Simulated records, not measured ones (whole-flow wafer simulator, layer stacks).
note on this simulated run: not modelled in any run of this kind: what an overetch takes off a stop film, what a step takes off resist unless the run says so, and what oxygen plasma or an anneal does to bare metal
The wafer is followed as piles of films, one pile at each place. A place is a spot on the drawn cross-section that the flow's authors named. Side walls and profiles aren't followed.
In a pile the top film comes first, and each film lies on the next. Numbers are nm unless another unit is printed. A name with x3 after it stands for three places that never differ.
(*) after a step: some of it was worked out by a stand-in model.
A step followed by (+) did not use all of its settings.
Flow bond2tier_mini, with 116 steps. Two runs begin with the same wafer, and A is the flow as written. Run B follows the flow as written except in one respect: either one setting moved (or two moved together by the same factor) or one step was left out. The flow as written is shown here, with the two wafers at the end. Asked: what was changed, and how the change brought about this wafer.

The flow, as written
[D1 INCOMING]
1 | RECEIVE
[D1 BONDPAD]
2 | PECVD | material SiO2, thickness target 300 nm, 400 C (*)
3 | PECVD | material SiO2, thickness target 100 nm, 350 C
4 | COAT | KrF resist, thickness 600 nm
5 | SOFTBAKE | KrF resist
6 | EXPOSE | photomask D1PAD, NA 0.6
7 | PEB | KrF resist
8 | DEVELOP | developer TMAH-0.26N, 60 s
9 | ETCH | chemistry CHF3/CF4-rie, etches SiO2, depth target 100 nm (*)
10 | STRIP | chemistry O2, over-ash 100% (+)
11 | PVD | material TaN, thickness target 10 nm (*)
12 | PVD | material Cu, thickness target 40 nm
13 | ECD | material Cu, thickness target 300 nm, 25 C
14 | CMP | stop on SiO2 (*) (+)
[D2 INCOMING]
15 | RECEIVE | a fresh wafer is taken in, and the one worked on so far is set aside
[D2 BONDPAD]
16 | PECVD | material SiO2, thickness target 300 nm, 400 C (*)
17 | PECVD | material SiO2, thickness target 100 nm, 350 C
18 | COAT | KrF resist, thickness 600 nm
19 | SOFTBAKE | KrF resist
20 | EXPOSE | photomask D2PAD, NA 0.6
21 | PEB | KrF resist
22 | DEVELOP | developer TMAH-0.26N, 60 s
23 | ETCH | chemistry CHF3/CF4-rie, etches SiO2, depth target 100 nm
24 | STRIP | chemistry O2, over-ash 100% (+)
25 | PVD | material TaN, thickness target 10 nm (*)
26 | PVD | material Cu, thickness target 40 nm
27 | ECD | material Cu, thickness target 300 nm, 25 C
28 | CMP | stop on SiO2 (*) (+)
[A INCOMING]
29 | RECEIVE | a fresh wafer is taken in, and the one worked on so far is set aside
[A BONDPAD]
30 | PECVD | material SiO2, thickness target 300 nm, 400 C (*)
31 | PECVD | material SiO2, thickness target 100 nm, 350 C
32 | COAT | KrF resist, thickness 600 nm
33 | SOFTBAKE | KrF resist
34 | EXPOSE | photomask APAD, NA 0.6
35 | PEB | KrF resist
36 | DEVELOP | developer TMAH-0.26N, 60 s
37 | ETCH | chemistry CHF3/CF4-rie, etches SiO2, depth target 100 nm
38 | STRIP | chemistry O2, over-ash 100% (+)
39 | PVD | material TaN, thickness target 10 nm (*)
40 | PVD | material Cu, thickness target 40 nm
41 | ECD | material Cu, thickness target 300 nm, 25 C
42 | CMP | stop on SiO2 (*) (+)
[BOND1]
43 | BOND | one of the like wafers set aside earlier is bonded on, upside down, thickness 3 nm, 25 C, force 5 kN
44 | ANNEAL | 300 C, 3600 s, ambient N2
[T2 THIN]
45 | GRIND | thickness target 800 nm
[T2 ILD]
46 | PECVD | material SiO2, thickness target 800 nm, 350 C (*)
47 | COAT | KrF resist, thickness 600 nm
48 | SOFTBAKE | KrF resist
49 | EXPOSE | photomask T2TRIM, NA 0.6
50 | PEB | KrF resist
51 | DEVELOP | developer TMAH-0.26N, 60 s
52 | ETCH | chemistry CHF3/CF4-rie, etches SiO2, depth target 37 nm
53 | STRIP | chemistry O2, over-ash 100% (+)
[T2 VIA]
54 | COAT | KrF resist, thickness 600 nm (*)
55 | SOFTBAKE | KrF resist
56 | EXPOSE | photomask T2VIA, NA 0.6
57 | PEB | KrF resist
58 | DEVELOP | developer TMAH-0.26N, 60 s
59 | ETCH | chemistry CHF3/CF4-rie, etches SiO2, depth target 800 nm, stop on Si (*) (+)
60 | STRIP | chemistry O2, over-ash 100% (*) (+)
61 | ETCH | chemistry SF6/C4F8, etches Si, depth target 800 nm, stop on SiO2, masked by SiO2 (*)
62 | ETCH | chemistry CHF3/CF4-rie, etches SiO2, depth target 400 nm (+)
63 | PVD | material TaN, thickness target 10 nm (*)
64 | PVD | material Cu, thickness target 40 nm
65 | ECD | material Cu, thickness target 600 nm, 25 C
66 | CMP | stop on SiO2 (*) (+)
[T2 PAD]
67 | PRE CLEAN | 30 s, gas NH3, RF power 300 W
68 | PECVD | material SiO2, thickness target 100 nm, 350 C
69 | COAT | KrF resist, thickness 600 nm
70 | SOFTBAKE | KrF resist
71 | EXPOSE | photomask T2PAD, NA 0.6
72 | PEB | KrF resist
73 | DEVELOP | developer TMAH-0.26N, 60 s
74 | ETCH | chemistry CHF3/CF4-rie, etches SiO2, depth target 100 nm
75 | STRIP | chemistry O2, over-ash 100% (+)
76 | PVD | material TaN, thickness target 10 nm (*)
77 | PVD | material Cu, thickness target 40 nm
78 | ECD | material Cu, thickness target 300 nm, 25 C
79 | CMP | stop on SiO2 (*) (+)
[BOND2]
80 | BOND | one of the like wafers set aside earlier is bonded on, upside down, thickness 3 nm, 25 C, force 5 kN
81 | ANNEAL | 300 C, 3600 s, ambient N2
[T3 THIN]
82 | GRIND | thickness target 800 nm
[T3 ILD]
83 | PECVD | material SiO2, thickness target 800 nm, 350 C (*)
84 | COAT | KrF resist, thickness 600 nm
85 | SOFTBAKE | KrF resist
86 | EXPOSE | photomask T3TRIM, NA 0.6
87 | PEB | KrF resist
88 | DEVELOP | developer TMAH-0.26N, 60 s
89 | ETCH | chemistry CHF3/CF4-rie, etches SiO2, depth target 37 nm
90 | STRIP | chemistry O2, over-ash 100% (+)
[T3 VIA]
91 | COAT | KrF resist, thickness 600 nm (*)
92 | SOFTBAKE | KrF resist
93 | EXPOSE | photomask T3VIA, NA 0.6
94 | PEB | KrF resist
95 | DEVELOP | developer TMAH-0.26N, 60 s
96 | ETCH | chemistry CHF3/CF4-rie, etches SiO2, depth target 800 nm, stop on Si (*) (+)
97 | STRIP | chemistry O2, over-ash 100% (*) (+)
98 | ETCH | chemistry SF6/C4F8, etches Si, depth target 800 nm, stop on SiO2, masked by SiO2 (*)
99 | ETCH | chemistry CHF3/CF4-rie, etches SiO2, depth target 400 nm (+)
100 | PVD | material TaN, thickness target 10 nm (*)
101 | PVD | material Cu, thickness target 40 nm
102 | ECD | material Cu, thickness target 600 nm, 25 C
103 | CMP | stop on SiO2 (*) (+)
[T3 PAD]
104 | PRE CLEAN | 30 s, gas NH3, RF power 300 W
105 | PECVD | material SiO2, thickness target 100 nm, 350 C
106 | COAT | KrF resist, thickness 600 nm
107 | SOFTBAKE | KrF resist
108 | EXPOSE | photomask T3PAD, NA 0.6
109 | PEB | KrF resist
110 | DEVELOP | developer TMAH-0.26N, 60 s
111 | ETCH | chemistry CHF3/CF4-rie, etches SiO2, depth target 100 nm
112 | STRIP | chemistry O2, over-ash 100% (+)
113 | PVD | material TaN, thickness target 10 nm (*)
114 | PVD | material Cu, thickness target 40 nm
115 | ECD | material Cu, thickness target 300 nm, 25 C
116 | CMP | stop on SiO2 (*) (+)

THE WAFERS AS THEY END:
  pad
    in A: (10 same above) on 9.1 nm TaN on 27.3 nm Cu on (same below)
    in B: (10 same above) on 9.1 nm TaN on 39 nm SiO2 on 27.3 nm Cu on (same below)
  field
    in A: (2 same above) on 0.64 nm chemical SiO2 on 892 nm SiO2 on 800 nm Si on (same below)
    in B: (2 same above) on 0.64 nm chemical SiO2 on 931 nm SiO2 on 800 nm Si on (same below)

What caused this: step 68, PECVD: thickness target 139 nm was run, though the flow has thickness target 100 nm.

Step by step, how the change led to this:
  68 | PECVD | material SiO2, thickness target 100 nm, 350 C
      field: A SiO2 gains 100 | B SiO2 gains 139
      pad: A SiO2 gains 100 (new film) | B SiO2 gains 139 (new film)
  74 | ETCH | chemistry CHF3/CF4-rie, etches SiO2, depth target 100 nm
      pad: A SiO2 loses 100 (all of it) | B SiO2 loses 100
With metal films that touch counted as one body, pad has 4 bodies (between them, from the top down: SiO2 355 / Si 800 / chemical SiO2 0.64 / SiO2 300; SiO2 39; SiO2 355 / Si 800 / chemical SiO2 0.64 / SiO2 300); the flow as written gives 3 bodies (between them, from the top down: SiO2 355 / Si 800 / chemical SiO2 0.64 / SiO2 300; SiO2 355 / Si 800 / chemical SiO2 0.64 / SiO2 300).
